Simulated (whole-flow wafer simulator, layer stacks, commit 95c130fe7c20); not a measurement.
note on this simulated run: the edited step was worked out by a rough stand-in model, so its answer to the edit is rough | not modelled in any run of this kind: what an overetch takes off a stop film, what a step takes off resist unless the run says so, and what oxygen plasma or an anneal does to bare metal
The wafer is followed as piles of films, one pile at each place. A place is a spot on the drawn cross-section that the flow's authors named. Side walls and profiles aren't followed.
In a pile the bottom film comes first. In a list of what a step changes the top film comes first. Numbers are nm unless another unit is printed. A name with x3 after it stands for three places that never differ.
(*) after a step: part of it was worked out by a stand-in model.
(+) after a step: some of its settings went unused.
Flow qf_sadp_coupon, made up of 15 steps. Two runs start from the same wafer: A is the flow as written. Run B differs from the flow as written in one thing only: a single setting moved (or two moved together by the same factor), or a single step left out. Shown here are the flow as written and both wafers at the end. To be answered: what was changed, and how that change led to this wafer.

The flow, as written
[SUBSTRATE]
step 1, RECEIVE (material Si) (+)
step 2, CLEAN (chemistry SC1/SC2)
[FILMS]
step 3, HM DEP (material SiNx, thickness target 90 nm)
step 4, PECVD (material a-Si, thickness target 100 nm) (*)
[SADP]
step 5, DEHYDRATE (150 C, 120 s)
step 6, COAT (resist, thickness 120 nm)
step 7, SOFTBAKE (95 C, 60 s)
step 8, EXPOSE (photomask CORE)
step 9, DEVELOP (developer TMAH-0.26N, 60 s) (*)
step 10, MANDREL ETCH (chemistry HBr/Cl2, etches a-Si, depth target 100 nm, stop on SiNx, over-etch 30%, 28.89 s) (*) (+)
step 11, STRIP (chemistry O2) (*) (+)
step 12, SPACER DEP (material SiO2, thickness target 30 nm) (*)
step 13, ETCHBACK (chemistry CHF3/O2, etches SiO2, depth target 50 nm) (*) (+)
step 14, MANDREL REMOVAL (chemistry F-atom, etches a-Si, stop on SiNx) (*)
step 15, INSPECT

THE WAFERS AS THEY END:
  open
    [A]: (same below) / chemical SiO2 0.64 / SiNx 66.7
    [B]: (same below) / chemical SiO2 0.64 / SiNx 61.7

What caused this: step 4, PECVD: thickness target 65.5 nm was run, while the flow as written has thickness target 100 nm.

How this came from the change, step by step:
  step 4, PECVD (material a-Si, thickness target 100 nm) (*)
      m, open: A +100 a-Si (new film) | B +65.5 a-Si (new film)
  step 10, MANDREL ETCH (chemistry HBr/Cl2, etches a-Si, depth target 100 nm, stop on SiNx, over-etch 30%, 28.89 s) (*) (+)
      open: A -100 a-Si (all of it), -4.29 SiNx | B -65.5 a-Si (all of it), -9.21 SiNx
  step 14, MANDREL REMOVAL (chemistry F-atom, etches a-Si, stop on SiNx) (*)
      m: A -95.8 a-Si (all of it) | B -61.3 a-Si (all of it)
